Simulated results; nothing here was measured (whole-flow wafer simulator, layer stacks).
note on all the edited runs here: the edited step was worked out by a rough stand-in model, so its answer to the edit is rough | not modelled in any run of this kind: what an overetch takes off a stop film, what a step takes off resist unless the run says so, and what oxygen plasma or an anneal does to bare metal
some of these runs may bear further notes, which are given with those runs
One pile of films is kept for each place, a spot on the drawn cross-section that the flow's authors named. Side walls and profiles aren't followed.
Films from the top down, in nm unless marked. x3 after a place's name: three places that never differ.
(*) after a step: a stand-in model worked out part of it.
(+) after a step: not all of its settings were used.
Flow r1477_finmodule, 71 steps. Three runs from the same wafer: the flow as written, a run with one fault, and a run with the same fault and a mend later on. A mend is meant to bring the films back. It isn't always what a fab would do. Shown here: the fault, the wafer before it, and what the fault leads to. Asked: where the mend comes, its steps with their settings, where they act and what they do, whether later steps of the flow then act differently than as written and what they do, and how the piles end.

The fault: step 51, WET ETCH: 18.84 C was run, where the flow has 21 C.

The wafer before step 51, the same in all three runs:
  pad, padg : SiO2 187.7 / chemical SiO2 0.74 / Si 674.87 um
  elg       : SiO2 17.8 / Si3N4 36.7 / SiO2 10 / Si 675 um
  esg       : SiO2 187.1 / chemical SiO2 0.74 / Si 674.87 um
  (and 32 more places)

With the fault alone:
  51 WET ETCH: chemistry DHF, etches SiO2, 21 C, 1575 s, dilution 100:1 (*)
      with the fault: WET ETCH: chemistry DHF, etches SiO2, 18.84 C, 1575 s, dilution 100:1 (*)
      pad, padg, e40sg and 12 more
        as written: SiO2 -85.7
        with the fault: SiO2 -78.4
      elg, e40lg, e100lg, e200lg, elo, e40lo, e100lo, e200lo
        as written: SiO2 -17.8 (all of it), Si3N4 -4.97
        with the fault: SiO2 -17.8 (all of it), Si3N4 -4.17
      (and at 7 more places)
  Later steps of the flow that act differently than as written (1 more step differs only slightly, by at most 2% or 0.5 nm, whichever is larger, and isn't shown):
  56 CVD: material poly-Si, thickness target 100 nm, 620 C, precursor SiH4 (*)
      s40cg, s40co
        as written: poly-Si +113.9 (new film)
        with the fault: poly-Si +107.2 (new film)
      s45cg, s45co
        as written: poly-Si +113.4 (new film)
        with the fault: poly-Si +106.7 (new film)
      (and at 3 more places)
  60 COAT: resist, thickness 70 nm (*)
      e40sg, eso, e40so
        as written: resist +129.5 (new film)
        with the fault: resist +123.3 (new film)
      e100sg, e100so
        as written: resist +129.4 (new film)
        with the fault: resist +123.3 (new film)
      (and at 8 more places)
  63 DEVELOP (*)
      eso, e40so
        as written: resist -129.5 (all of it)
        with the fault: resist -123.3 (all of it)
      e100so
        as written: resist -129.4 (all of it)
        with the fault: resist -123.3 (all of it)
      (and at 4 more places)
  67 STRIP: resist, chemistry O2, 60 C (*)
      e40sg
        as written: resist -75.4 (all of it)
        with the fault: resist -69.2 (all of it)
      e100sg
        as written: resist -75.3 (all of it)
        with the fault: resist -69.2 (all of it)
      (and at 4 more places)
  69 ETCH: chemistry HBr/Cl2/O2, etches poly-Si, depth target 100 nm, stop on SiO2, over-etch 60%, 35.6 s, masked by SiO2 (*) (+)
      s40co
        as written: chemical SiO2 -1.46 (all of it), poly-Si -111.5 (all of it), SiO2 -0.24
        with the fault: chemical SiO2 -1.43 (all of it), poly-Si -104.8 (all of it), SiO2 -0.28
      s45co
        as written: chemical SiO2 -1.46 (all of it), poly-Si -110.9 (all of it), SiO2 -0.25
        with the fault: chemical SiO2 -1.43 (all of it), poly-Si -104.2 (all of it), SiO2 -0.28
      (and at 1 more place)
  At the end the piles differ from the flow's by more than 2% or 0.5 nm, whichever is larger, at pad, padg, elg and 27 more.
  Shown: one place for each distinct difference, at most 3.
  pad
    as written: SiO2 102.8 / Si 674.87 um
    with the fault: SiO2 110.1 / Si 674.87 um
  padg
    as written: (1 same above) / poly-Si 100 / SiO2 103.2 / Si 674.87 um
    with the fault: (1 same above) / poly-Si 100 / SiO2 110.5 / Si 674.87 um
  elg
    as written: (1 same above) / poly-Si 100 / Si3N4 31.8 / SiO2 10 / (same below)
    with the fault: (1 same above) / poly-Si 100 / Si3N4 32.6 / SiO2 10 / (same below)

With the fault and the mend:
  The mend comes after step 51.
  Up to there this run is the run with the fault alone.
  51a WET ETCH: chemistry DHF, etches SiO2, 21 C, 131.4 s, dilution 100:1 (*) (the flow's step 51 once more, with other settings)
      pad, padg, e40sg and 12 more
        SiO2 -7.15
      elg, e40lg, e100lg, e200lg, elo, e40lo, e100lo, e200lo
        Si3N4 -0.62
      esg, s40cg, s45cg, s50cg, s40co, s45co, s50co
        SiO2 -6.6
  No later step of the flow acts differently than as written, at any place that is followed, by more than 2% or 0.5 nm, whichever is larger.
  At the end the piles differ from the flow's only slightly at the places that both follow, by at most 2% or 0.5 nm, whichever is larger.
